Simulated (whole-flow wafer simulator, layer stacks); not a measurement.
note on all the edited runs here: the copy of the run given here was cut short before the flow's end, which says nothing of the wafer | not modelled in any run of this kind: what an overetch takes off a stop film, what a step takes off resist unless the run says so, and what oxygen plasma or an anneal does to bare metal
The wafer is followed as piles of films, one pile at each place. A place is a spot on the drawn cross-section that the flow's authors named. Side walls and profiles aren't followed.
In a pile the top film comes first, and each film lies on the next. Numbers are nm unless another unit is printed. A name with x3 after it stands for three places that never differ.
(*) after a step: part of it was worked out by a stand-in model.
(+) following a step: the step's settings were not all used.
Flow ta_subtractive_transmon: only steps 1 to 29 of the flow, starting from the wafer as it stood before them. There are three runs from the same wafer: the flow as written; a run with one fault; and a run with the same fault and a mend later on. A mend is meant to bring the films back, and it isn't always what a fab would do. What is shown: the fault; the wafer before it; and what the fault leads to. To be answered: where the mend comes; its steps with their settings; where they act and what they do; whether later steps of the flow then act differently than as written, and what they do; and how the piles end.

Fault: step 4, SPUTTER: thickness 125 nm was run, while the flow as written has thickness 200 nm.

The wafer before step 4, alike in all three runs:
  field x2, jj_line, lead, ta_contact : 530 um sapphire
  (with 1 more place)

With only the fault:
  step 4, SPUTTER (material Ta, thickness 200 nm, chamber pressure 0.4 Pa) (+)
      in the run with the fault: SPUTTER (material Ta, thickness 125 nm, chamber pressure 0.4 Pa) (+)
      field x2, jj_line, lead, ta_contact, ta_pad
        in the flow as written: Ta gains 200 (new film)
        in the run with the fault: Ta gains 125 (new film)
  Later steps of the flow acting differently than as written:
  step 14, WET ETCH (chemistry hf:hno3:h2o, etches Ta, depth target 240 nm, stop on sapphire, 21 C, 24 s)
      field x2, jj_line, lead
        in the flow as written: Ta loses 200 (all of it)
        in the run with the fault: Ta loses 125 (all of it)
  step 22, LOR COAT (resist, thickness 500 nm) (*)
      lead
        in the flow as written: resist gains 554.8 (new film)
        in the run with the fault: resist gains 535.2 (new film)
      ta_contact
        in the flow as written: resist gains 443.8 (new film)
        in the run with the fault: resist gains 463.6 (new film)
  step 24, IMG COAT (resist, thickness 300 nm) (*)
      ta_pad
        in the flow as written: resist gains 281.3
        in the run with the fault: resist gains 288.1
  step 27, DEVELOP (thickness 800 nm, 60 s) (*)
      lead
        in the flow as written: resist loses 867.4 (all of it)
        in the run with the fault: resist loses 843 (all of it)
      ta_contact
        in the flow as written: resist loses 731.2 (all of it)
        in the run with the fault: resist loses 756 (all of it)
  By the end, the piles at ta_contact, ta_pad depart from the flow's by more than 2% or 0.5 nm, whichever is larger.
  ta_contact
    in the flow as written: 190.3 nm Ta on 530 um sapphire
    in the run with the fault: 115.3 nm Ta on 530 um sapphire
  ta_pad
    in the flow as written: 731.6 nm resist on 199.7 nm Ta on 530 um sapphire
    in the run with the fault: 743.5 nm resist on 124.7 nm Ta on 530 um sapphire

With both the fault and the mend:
  The mend follows step 5.
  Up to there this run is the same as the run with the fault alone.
  step 5a, SPUTTER (material Ta, thickness 75 nm, chamber pressure 0.4 Pa) (+) (the flow's step 4, run once more with other settings)
      field x2, jj_line, lead, ta_contact, ta_pad
        Ta gains 75
  Later steps of the flow that are run all act as written at every place that is followed.
  By the end, the piles equal the flow's at every place that both follow.
